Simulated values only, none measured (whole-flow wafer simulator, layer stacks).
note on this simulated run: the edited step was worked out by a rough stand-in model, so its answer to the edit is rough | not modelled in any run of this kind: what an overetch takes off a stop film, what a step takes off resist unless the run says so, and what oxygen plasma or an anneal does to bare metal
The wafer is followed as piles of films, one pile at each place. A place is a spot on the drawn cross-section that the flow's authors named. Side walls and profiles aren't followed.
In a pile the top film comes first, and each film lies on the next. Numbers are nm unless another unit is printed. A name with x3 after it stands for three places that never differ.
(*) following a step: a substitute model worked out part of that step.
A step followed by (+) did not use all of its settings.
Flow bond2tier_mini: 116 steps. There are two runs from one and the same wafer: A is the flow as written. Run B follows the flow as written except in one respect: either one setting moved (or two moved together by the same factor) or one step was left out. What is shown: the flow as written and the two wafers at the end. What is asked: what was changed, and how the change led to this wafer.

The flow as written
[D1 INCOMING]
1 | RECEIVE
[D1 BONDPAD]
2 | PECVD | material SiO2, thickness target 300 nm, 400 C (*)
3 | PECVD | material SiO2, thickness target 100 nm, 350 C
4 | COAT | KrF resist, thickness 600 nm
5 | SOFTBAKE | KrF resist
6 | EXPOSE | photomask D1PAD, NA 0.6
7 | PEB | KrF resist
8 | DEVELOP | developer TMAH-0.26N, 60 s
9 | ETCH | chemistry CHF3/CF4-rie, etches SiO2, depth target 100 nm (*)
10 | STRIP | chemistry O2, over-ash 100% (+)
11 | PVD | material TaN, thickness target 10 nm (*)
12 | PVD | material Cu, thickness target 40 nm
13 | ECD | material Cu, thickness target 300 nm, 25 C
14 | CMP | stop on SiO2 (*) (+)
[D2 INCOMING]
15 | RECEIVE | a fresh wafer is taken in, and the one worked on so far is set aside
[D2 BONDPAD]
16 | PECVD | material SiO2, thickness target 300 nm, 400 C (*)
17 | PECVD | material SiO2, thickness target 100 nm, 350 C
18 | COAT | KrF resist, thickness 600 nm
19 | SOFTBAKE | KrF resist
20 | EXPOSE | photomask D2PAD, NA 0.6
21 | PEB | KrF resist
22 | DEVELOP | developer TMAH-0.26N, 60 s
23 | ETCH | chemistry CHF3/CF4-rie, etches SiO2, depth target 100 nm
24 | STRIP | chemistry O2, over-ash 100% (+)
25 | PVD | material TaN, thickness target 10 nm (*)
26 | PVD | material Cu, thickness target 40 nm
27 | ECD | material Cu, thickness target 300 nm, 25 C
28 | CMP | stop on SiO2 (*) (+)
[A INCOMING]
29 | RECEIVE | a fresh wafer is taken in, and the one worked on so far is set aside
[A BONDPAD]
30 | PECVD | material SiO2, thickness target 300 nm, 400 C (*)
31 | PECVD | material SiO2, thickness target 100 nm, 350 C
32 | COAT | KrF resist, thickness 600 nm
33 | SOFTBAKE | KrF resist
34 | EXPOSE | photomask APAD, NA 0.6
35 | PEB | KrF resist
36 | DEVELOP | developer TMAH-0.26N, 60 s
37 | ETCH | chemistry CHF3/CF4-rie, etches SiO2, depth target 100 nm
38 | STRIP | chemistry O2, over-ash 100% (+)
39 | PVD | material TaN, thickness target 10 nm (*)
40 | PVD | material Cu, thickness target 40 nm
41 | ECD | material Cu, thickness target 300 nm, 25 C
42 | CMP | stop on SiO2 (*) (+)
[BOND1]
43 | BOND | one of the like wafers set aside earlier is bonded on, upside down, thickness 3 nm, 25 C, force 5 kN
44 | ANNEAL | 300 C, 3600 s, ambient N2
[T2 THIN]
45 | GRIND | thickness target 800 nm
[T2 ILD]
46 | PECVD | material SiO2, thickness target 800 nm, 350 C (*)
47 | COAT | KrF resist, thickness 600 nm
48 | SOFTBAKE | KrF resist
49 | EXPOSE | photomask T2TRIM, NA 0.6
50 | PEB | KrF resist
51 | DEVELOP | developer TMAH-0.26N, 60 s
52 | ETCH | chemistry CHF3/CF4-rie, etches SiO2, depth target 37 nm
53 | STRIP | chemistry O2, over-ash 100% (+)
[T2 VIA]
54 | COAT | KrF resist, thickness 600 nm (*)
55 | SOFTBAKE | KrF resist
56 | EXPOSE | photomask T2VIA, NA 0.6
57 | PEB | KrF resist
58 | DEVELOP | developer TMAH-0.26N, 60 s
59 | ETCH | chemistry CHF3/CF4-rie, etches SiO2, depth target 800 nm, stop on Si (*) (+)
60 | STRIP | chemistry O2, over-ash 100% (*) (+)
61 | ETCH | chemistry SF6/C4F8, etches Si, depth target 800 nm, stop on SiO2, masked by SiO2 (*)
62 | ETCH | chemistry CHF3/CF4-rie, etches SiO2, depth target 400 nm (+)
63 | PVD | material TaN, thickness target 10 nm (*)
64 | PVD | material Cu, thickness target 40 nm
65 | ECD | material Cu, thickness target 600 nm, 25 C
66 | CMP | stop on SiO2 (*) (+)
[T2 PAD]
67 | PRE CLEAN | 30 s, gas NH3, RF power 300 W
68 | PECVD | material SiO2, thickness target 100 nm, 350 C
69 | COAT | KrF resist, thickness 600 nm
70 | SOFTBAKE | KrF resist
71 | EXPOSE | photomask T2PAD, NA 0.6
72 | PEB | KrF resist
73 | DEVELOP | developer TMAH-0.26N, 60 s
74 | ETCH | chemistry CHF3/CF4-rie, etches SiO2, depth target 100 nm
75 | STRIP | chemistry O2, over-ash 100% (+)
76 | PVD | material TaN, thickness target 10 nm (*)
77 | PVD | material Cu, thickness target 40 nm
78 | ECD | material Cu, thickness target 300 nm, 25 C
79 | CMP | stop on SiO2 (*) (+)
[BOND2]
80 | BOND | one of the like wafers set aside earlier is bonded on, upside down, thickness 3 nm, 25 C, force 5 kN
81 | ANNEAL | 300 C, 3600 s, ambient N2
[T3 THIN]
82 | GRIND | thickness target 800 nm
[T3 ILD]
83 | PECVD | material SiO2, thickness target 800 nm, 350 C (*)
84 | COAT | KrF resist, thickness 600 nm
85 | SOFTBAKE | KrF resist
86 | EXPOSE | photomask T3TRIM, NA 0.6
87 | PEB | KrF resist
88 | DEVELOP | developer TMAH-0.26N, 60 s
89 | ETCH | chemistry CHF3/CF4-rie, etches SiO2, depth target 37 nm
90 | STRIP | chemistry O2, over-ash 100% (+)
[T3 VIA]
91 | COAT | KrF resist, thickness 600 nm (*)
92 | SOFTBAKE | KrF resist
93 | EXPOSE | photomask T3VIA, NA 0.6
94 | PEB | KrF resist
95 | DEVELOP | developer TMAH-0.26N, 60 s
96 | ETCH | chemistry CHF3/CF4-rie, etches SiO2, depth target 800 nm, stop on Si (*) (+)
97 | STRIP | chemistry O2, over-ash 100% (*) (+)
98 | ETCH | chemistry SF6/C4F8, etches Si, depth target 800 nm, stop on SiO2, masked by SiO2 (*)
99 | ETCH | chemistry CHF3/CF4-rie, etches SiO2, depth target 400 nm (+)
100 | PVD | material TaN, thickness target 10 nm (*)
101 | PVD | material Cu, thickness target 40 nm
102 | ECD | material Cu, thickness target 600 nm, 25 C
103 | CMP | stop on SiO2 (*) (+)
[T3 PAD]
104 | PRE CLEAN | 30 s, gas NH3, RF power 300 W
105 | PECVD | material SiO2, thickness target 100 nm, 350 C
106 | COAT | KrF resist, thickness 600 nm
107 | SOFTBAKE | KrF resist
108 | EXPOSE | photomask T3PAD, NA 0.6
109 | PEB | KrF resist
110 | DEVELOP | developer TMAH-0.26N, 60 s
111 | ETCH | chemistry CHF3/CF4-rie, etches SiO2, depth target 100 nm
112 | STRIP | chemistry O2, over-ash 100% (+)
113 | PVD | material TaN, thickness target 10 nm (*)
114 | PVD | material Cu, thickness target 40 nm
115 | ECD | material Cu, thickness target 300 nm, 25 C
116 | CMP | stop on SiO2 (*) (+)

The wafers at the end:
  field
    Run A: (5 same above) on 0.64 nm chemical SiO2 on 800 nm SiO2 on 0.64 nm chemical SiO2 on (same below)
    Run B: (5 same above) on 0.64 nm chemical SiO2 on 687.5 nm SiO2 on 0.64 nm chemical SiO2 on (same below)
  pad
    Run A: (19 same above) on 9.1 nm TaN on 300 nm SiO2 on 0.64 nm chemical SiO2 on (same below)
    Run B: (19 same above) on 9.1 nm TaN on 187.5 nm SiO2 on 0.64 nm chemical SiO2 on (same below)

Cause: step 30, PECVD: thickness target 187.5 nm was run, though the flow has thickness target 300 nm.
The wafer itself shows it: pad has SiO2 187.5, and step 30 as written asks for 300 nm.

How this came from the change, step by step:
  30 | PECVD | material SiO2, thickness target 300 nm, 400 C (*)
      field, pad, via: A SiO2 gains 300 (new film) | B SiO2 gains 187.5 (new film)
